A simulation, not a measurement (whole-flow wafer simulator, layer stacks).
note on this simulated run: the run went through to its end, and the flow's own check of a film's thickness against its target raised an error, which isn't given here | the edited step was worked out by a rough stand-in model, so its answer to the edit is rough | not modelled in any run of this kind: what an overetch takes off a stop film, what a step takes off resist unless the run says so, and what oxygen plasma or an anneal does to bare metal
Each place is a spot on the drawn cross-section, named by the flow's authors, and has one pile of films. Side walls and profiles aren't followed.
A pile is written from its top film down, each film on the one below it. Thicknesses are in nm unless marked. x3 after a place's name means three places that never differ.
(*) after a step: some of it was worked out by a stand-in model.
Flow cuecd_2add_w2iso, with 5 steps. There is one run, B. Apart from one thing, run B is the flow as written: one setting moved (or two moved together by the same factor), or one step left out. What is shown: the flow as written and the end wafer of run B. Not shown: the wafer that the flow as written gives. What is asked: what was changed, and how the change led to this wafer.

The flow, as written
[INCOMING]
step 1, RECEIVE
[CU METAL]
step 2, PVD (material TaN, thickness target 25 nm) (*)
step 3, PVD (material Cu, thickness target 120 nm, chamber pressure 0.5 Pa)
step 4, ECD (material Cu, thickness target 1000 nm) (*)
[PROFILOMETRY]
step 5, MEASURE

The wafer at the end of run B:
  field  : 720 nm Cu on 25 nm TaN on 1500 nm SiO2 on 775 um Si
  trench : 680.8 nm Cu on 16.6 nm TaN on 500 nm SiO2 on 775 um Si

The reason: step 4, ECD: thickness target 600 nm was run, while the flow as written has thickness target 1000 nm.

The path from the change to this, step by step:
  step 4, ECD (material Cu, thickness target 1000 nm) (*)
      field: +600 Cu (in the flow as written it would be: +1000 Cu)
      trench: +600 Cu (in the flow as written it would be: +2047.6 Cu)
